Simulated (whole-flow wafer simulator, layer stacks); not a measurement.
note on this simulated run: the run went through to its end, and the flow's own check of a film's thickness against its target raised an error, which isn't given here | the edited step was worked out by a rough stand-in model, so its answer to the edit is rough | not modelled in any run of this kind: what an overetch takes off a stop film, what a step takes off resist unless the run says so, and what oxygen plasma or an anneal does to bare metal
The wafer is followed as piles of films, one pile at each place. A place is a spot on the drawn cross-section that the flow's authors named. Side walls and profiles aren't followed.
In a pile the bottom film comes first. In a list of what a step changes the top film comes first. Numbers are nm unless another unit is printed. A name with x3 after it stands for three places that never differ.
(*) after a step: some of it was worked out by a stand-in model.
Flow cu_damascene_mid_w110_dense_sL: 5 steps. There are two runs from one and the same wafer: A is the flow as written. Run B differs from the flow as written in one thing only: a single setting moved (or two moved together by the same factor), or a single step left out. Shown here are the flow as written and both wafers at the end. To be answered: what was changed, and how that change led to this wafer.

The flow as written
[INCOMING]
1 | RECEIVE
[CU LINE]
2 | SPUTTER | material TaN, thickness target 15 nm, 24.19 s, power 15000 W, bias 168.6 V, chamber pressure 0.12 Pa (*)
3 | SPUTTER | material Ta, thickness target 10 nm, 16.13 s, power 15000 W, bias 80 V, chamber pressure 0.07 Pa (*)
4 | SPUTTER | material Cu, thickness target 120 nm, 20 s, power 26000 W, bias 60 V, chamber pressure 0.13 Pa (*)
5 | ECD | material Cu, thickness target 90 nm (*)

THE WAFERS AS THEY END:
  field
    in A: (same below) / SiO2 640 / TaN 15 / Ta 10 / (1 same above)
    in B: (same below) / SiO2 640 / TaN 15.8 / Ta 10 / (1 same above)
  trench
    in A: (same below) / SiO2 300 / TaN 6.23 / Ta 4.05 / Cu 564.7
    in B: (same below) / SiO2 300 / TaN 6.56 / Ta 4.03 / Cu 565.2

Cause: step 2, SPUTTER: thickness target 15.8 nm was run, whereas the flow has thickness target 15 nm; step 2, SPUTTER: 25.4 s was run, where the flow has 24.19 s.
The wafer lets one read it off: field has TaN 15.8, and step 2 as written asks for 15 nm.

Step by step, how the change led to this:
  2 | SPUTTER | material TaN, thickness target 15 nm, 24.19 s, power 15000 W, bias 168.6 V, chamber pressure 0.12 Pa (*)
      field: A +15 TaN (new film) | B +15.8 TaN (new film)
